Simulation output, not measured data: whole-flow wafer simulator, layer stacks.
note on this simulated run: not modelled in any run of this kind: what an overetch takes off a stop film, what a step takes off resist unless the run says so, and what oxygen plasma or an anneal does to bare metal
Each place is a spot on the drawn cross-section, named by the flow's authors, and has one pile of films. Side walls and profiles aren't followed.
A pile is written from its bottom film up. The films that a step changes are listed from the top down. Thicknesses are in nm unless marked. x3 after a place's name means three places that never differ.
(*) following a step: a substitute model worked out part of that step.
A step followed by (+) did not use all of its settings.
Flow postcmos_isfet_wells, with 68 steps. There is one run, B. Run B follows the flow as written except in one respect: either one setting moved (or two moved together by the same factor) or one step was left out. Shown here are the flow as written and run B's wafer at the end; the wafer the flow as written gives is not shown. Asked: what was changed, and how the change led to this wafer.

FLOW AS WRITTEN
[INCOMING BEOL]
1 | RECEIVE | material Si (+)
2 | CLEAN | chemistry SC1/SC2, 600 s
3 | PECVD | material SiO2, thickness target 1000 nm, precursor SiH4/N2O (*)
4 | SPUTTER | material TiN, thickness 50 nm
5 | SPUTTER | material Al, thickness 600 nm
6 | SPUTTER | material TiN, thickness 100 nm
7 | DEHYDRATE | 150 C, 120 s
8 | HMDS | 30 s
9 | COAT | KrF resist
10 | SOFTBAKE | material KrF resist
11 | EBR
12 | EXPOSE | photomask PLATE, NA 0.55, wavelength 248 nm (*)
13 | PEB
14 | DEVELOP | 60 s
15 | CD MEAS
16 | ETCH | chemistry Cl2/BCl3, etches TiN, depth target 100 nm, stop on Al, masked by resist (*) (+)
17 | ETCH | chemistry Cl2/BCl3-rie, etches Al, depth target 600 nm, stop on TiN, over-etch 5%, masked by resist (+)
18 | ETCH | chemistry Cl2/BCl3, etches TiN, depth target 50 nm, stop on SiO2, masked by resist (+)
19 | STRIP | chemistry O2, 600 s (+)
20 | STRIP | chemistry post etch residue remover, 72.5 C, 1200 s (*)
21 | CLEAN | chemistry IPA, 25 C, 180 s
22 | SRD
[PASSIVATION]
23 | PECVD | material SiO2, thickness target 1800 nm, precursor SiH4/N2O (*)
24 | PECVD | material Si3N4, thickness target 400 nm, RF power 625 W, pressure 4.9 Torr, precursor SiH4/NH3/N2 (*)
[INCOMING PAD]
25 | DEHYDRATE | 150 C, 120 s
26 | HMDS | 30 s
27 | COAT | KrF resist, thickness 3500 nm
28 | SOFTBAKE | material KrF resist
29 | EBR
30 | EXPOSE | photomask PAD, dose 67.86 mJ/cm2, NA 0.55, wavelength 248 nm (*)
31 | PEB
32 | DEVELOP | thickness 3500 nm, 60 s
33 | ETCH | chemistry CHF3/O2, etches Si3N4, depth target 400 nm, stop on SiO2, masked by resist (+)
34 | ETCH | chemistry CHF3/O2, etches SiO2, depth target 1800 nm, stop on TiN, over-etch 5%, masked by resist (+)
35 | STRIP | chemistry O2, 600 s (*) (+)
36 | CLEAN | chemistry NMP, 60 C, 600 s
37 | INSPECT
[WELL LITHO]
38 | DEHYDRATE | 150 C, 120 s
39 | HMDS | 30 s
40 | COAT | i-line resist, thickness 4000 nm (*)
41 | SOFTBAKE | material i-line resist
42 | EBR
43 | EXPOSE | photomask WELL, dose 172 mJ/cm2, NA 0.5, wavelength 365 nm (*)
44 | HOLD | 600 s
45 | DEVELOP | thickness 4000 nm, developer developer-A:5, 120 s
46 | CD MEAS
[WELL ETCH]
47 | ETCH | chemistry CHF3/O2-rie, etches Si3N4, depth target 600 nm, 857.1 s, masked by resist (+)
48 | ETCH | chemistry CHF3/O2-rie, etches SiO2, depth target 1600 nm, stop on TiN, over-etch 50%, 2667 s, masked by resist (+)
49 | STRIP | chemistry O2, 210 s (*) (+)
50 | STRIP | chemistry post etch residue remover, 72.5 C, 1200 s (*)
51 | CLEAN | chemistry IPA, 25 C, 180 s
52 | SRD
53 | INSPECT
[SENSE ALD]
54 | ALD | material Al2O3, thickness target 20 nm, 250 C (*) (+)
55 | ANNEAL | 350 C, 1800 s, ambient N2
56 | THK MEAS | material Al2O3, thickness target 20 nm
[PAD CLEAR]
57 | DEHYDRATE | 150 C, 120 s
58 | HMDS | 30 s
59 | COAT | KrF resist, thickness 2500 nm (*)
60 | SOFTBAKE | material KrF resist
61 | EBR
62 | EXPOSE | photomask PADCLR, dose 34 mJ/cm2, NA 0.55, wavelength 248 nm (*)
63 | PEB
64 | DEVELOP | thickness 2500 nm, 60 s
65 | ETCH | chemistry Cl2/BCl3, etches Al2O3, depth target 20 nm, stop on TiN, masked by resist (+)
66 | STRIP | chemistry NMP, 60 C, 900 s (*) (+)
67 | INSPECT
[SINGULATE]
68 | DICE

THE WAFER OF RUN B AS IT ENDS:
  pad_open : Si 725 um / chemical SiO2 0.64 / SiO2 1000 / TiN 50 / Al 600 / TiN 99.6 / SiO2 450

The reason: step 34, ETCH: depth target 1350 nm was run, while the flow as written has depth target 1800 nm.

The path from the change to this, step by step:
  34 | ETCH | chemistry CHF3/O2, etches SiO2, depth target 1800 nm, stop on TiN, over-etch 5%, masked by resist (+)
      pad_open: SiO2 loses 1350 (in the flow as written it would be: SiO2 loses 1800 (all of it))
      field, margin, well900, well1300 x3, pad_rim, pad_clr: KrF resist loses 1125 (in the flow as written it would be: KrF resist loses 1500)
  35 | STRIP | chemistry O2, 600 s (*) (+)
      field, margin, well900, well1300 x3, pad_rim, pad_clr: KrF resist loses 1988.3 (all of it) (in the flow as written it would be: KrF resist loses 1613.3 (all of it))
  40 | COAT | i-line resist, thickness 4000 nm (*)
      pad_clr: i-line resist gains 3399 (new film) (in the flow as written it would be: i-line resist gains 3256.8 (new film))
      pad_open: i-line resist gains 4642.6 (new film) (in the flow as written it would be: i-line resist gains 4804.7 (new film))
  41 | SOFTBAKE | material i-line resist
      pad_clr: i-line resist loses 113.4 (in the flow as written it would be: i-line resist loses 156.7)
      pad_open: i-line resist gains 94.7 (in the flow as written it would be: i-line resist gains 115.3)
  49 | STRIP | chemistry O2, 210 s (*) (+)
      pad_clr: i-line resist loses 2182 (all of it) (in the flow as written it would be: i-line resist loses 1996.5 (all of it))
      pad_open: i-line resist loses 3633.6 (all of it) (in the flow as written it would be: i-line resist loses 3816.3 (all of it))
  59 | COAT | KrF resist, thickness 2500 nm (*)
      pad_rim: KrF resist gains 2079.1 (new film) (in the flow as written it would be: KrF resist gains 1976.4 (new film))
      pad_clr: KrF resist gains 1844.1 (new film) (in the flow as written it would be: KrF resist gains 1691.6 (new film))
      (as well as at 1 more place)
  60 | SOFTBAKE | material KrF resist
      pad_clr: KrF resist loses 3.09 (in the flow as written it would be: KrF resist loses 3.77)
  63 | PEB
      pad_rim: KrF resist loses 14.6 (in the flow as written it would be: KrF resist loses 13.9)
      pad_clr: KrF resist loses 12.9 (in the flow as written it would be: KrF resist loses 11.8)
      (as well as at 1 more place)
  64 | DEVELOP | thickness 2500 nm, 60 s
      pad_clr: KrF resist loses 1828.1 (all of it) (in the flow as written it would be: KrF resist loses 1676 (all of it))
      pad_open: KrF resist loses 2932.4 (all of it) (in the flow as written it would be: KrF resist loses 3045.1 (all of it))
  66 | STRIP | chemistry NMP, 60 C, 900 s (*) (+)
      pad_rim: KrF resist loses 2025.5 (all of it) (in the flow as written it would be: KrF resist loses 1923.7 (all of it))
